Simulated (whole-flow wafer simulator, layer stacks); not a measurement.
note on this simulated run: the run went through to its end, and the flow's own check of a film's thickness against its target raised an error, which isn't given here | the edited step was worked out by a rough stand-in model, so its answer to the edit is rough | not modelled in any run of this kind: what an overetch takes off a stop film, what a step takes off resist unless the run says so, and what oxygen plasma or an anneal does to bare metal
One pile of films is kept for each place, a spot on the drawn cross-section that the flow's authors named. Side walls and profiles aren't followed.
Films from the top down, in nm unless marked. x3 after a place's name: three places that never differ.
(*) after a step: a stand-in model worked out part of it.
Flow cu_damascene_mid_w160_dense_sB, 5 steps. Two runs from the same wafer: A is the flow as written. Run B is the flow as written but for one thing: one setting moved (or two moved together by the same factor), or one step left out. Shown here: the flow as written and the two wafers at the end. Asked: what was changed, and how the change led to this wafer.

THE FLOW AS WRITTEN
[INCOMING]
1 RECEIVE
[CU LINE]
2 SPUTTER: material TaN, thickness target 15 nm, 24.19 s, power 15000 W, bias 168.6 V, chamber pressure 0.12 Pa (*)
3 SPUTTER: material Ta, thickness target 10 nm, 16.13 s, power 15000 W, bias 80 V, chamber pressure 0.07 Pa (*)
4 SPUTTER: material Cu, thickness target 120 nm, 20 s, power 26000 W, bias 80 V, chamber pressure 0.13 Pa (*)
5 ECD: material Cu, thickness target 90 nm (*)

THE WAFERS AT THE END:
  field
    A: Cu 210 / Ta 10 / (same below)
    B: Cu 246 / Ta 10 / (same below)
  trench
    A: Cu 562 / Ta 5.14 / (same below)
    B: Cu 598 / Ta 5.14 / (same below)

The cause: step 5, ECD: thickness target 126 nm was run, where the flow has thickness target 90 nm.

How the change led to this, step by step:
  5 ECD: material Cu, thickness target 90 nm (*)
      field: A Cu +90 | B Cu +126
      trench: A Cu +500 | B Cu +536
